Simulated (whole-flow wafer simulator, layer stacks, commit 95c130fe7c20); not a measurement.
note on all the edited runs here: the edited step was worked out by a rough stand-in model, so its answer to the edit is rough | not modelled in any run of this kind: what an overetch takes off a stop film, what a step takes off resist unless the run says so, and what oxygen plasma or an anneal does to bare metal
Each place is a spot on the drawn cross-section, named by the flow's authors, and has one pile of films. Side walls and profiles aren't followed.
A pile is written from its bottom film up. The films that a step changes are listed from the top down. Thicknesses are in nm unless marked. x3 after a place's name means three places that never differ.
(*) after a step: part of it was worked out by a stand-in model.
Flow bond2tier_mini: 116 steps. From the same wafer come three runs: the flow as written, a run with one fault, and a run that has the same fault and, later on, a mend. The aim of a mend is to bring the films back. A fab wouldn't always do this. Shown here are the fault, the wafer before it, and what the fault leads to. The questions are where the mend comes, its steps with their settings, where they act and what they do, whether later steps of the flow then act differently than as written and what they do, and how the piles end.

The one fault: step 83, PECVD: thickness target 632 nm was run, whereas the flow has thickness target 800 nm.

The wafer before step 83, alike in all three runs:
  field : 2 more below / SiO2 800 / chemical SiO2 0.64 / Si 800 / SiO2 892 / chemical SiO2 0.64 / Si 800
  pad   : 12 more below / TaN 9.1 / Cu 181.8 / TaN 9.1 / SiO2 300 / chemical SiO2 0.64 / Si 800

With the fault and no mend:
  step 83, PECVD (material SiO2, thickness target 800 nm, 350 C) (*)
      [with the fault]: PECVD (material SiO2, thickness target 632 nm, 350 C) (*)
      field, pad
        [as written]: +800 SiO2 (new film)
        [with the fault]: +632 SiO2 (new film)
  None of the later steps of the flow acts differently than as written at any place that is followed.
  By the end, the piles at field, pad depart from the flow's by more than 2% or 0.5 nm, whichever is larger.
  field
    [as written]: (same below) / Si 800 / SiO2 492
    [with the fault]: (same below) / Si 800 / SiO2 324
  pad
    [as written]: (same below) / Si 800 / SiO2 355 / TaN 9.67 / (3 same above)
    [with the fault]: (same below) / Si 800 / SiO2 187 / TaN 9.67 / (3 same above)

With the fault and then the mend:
  The mend stands after step 83.
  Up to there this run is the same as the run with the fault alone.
  step 83a, PECVD (material SiO2, thickness target 168 nm, 350 C) (the flow's step 83, run once more with other settings)
      field, pad
        +168 SiO2
  None of the later steps of the flow acts differently than as written at any place that is followed.
  By the end, the piles equal the flow's at every place that both follow.
